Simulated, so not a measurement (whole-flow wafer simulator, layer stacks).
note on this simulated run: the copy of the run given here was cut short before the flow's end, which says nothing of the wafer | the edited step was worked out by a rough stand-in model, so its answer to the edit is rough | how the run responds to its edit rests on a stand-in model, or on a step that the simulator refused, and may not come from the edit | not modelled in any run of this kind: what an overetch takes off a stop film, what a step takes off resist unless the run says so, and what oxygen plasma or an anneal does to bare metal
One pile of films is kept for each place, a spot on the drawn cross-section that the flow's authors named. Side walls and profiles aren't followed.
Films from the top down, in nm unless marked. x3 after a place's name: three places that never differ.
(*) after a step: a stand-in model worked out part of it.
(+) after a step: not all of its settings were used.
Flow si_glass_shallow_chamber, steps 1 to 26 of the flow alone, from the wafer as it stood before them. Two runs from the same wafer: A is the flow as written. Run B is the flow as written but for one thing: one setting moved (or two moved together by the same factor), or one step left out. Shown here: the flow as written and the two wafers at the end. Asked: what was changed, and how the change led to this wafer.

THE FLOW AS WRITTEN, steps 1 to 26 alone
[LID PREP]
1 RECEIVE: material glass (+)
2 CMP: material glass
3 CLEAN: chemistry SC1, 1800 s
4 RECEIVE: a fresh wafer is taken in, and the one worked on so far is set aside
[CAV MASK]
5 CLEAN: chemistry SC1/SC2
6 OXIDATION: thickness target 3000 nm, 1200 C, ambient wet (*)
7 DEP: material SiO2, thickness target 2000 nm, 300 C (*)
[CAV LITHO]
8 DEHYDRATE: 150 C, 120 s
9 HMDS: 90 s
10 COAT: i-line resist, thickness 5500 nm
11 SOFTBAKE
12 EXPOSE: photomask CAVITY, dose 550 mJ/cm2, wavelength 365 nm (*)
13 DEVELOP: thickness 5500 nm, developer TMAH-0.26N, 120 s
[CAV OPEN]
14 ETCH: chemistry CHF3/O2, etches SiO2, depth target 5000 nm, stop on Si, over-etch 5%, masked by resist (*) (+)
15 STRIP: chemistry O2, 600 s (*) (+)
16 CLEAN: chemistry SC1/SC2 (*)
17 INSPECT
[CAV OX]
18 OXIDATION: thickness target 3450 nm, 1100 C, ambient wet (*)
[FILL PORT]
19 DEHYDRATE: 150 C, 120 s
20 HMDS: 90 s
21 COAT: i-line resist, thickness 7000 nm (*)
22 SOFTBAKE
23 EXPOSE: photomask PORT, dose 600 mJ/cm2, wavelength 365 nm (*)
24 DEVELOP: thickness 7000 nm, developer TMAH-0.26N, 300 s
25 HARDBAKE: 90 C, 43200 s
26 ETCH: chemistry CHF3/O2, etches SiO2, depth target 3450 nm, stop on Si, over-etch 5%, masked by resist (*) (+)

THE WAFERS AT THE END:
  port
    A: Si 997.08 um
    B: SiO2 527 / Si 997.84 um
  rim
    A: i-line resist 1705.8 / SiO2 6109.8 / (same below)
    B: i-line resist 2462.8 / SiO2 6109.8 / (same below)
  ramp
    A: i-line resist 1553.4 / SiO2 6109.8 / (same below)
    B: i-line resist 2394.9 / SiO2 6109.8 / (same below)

The cause: step 14, ETCH: depth target 2625 nm was run, where the flow has depth target 5000 nm.

How the change led to this, step by step:
  14 ETCH: chemistry CHF3/O2, etches SiO2, depth target 5000 nm, stop on Si, over-etch 5%, masked by resist (*) (+)
      cav, port: A SiO2 -5000 (all of it), Si -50 | B SiO2 -2756.2
      rim, ramp, septum, ring: A i-line resist -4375 | B i-line resist -2296.9
  15 STRIP: chemistry O2, 600 s (*) (+)
      cav, port: A chemical SiO2 +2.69 (new film), Si -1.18 | B nothing
      rim, ramp, septum, ring: A i-line resist -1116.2 (all of it) | B i-line resist -3194.3 (all of it)
  18 OXIDATION: thickness target 3450 nm, 1100 C, ambient wet (*)
      cav, port: A SiO2 +3450 (new film), chemical SiO2 -2.69 (all of it), Si -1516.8 | B SiO2 +1905.8, Si -838.5
  21 COAT: i-line resist, thickness 7000 nm (*)
      rim: A i-line resist +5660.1 (new film) | B i-line resist +6158.3 (new film)
      ramp: A i-line resist +5087.8 (new film) | B i-line resist +5785 (new film)
      (and at 2 more places)
  22 SOFTBAKE
      rim: A i-line resist -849 | B i-line resist -560.3
      ramp: A i-line resist -434.5 | B i-line resist -257.8
      (and at 4 more places)
  24 DEVELOP: thickness 7000 nm, developer TMAH-0.26N, 300 s
      port: A i-line resist -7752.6 (all of it) | B i-line resist -7503.4 (all of it)
  25 HARDBAKE: 90 C, 43200 s
      rim: A i-line resist -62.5 | B i-line resist -92.4
      ramp: A i-line resist -57.1 | B i-line resist -89.5
      (and at 1 more place)
  26 ETCH: chemistry CHF3/O2, etches SiO2, depth target 3450 nm, stop on Si, over-etch 5%, masked by resist (*) (+)
      port: A SiO2 -3450 (all of it), Si -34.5 | B SiO2 -3622.5
